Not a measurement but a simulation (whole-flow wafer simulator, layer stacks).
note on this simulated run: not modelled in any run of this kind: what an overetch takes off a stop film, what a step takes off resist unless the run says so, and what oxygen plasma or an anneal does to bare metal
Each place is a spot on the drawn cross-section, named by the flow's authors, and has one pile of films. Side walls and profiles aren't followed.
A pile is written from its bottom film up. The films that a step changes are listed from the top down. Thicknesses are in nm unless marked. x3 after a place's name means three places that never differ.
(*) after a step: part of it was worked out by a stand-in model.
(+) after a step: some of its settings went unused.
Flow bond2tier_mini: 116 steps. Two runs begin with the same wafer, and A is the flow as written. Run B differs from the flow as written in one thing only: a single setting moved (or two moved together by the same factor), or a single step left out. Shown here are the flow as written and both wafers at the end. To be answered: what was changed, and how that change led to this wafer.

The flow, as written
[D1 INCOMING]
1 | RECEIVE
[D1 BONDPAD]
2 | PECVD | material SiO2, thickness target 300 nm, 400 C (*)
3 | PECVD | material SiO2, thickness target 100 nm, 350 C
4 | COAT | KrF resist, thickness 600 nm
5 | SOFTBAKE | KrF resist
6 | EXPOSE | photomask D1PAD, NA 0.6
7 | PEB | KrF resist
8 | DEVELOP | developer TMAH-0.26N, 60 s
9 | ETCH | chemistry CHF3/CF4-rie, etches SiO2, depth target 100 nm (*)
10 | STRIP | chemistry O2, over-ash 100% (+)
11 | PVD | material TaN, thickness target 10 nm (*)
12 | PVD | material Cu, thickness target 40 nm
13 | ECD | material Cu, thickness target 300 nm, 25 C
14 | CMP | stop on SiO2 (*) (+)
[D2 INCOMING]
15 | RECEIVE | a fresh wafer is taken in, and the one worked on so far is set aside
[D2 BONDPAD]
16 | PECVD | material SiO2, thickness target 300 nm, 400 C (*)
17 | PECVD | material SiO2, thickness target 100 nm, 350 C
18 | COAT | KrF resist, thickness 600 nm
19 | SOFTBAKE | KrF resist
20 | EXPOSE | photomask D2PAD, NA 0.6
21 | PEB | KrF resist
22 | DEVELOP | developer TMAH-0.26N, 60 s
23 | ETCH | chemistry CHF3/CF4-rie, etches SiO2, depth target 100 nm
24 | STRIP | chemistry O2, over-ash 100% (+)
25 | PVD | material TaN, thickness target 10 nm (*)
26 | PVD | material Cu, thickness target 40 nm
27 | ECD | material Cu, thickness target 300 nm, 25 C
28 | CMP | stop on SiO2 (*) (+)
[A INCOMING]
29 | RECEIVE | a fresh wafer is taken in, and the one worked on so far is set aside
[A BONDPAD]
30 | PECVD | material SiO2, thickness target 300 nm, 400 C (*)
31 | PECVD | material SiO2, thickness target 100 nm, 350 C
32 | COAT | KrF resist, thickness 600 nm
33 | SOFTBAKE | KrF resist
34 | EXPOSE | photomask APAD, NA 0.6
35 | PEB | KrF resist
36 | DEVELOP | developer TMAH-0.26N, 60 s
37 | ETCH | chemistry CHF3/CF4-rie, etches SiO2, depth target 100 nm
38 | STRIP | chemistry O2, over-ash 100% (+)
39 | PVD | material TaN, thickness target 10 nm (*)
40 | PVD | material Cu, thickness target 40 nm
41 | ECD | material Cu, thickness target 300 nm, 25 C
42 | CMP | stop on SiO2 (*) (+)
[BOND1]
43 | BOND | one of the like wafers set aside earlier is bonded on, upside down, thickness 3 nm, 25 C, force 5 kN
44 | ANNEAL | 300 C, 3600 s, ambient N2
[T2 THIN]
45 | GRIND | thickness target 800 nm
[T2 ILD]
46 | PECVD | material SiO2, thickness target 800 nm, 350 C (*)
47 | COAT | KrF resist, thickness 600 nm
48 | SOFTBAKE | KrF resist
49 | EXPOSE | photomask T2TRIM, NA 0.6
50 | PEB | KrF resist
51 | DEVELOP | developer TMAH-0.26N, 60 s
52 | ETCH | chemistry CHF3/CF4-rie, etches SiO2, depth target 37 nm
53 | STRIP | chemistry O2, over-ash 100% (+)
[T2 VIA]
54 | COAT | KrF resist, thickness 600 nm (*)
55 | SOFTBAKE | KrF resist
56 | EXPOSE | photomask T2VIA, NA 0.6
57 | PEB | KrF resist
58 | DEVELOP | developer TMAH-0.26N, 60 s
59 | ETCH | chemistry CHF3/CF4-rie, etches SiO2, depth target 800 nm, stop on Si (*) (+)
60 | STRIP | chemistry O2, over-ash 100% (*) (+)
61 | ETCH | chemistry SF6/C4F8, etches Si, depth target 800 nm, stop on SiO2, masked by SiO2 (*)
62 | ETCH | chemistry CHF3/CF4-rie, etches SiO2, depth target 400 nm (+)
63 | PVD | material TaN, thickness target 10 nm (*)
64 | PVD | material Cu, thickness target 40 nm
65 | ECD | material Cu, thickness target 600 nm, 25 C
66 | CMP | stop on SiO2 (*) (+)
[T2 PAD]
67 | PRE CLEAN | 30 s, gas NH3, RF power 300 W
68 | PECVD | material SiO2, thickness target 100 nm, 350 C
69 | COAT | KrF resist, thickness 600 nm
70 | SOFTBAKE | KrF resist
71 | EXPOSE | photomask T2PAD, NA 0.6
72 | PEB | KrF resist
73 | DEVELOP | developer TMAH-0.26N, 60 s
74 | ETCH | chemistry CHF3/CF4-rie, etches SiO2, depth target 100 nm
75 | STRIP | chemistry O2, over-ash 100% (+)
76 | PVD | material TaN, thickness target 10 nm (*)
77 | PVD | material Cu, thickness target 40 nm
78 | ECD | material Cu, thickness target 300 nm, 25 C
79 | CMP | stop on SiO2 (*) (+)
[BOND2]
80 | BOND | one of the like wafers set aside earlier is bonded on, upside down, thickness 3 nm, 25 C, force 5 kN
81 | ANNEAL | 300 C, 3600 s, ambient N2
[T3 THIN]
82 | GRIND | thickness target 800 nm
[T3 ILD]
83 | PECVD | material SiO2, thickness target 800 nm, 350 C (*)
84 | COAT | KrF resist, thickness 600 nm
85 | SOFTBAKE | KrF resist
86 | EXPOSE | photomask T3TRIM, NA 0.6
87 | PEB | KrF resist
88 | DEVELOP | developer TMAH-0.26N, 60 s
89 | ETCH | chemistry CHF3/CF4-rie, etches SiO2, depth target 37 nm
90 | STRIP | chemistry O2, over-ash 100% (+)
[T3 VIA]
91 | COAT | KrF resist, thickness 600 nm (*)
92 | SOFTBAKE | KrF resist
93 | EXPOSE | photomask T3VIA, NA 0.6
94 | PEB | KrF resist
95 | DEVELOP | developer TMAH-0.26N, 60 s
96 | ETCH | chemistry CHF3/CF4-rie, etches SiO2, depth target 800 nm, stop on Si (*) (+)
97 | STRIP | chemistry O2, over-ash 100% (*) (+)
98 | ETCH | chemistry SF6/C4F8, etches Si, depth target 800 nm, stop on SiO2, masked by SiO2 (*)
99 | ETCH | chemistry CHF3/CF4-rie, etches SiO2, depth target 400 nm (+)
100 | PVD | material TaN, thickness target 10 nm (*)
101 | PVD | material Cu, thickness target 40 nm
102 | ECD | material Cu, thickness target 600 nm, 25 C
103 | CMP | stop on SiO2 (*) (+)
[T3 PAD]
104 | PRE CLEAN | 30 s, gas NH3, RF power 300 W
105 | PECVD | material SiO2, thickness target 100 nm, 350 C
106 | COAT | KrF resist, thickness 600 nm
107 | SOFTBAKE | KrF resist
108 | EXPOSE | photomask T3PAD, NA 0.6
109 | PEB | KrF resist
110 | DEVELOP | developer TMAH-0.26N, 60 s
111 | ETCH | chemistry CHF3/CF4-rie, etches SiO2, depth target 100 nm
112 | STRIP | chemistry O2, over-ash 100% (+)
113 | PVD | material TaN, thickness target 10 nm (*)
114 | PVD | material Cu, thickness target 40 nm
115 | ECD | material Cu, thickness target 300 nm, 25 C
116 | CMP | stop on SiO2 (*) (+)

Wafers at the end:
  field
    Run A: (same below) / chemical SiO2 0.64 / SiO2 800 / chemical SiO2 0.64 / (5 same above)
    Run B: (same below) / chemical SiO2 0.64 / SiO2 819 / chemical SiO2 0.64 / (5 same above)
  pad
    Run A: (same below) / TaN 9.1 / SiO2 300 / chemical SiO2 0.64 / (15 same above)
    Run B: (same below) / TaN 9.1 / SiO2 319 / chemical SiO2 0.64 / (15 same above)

Cause: step 3, PECVD: thickness target 119 nm was run, though the flow has thickness target 100 nm.

Step by step, how the change led to this:
  3 | PECVD | material SiO2, thickness target 100 nm, 350 C
      field, pad, via: A +100 SiO2 | B +119 SiO2
  43 | BOND | one of the like wafers set aside earlier is bonded on, upside down, thickness 3 nm, 25 C, force 5 kN
      field: A +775 um Si (new film), +0.64 chemical SiO2 (new film), +400 SiO2 | B +775 um Si (new film), +0.64 chemical SiO2 (new film), +419 SiO2
      pad: A +775 um Si (new film), +0.64 chemical SiO2 (new film), +300 SiO2 (new film), +9.1 TaN (new film), +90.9 Cu | B +775 um Si (new film), +0.64 chemical SiO2 (new film), +319 SiO2 (new film), +9.1 TaN (new film), +90.9 Cu
      (and at 1 other place as well)
